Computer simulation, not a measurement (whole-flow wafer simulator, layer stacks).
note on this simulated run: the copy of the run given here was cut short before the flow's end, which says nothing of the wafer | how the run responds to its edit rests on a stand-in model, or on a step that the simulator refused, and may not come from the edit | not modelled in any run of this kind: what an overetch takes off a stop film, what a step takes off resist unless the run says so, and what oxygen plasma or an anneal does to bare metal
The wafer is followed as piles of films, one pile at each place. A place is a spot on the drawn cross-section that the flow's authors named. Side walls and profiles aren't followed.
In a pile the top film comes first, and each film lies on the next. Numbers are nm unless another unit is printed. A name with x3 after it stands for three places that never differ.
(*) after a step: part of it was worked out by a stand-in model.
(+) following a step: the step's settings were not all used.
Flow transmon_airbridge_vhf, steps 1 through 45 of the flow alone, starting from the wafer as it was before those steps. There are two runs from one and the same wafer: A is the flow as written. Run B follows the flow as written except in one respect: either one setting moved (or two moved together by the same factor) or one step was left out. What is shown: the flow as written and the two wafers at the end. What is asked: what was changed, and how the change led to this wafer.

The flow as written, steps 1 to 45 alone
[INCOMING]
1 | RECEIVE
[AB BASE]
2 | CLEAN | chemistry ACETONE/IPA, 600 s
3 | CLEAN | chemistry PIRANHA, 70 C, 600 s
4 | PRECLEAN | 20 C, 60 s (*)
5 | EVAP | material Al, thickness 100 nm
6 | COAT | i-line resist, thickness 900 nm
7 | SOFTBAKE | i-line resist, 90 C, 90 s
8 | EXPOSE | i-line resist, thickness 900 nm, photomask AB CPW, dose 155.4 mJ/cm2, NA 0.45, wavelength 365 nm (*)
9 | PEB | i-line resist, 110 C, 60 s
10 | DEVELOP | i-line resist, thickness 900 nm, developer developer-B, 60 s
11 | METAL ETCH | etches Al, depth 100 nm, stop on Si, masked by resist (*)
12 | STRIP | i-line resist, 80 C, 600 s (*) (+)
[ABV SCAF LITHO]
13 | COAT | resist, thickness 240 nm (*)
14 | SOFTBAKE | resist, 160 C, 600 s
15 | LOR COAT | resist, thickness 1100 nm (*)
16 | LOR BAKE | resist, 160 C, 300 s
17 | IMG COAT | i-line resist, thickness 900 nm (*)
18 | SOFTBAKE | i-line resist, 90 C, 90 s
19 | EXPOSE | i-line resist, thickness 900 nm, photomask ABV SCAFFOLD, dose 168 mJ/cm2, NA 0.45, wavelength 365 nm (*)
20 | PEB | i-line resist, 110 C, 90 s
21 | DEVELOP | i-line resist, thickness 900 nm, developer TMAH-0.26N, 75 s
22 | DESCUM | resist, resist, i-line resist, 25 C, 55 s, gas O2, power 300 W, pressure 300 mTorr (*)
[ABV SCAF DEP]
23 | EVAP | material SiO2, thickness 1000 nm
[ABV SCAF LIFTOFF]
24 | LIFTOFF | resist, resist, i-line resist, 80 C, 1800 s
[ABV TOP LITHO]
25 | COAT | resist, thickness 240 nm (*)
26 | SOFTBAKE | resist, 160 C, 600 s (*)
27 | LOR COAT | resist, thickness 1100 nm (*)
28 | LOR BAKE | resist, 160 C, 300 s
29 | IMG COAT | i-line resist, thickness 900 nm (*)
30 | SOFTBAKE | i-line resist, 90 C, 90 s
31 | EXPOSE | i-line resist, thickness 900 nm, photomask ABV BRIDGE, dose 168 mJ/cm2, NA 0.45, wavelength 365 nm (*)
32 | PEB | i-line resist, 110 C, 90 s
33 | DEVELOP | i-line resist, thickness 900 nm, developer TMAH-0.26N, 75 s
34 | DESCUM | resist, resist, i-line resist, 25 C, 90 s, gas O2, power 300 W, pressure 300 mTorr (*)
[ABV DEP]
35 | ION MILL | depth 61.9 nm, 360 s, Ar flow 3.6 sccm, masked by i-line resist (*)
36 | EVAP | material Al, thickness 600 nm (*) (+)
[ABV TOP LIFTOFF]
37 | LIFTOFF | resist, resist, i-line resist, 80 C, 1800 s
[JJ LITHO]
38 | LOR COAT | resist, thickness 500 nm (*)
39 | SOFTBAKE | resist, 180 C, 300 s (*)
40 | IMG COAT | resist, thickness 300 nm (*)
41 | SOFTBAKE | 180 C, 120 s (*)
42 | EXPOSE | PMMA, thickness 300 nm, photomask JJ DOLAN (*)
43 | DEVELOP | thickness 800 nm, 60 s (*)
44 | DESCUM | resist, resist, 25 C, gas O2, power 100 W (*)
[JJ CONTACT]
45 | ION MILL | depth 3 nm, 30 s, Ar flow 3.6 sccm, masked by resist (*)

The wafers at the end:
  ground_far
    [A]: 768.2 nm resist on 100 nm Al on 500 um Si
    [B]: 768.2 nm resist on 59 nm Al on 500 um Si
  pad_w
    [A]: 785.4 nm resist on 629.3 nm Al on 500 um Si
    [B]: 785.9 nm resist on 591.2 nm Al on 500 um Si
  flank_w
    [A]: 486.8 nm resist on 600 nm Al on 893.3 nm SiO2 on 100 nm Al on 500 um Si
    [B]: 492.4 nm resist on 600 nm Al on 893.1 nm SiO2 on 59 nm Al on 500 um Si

The reason: step 5, EVAP: thickness 59 nm was run, though the flow has thickness 100 nm.
The wafer itself shows it: ground_far has Al 59, and step 5 as written asks for 100 nm.

How this came from the change, step by step:
  5 | EVAP | material Al, thickness 100 nm
      field x3, jj_line, ground_far and 12 more: A +100 Al (new film) | B +59 Al (new film)
  11 | METAL ETCH | etches Al, depth 100 nm, stop on Si, masked by resist (*)
      ground_far, pad_w, flank_w and 8 more: A -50 i-line resist | B -44.2 i-line resist
      field x3, jj_line, gap_w, gap_e: A -100 Al (all of it) | B -59 Al (all of it)
  13 | COAT | resist, thickness 240 nm (*)
      flank_w, flank_e: A +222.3 resist (new film) | B +229.1 resist (new film)
  22 | DESCUM | resist, resist, i-line resist, 25 C, 55 s, gas O2, power 300 W, pressure 300 mTorr (*)
      flank_w, flank_e: A -222.3 resist (all of it) | B -229.1 resist (all of it)
  25 | COAT | resist, thickness 240 nm (*)
      flank_w, flank_e: A +152.6 resist (new film) | B +157.2 resist (new film)
      gap_w, gap_e: A +210.7 resist (new film) | B +206.3 resist (new film)
  34 | DESCUM | resist, resist, i-line resist, 25 C, 90 s, gas O2, power 300 W, pressure 300 mTorr (*)
      flank_w, flank_e: A -152.6 resist (all of it) | B -157.2 resist (all of it)
      gap_w, gap_e: A -210.7 resist (all of it) | B -206.3 resist (all of it)
  35 | ION MILL | depth 61.9 nm, 360 s, Ar flow 3.6 sccm, masked by i-line resist (*)
      pad_w, pad_e: A -61.9 Al | B -59 Al (all of it), -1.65 Si
  36 | EVAP | material Al, thickness 600 nm (*) (+)
      pad_w, pad_e: A +591.2 Al | B +591.2 Al (new film)
  40 | IMG COAT | resist, thickness 300 nm (*)
      flank_w, flank_e: A +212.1 resist | B +218.5 resist
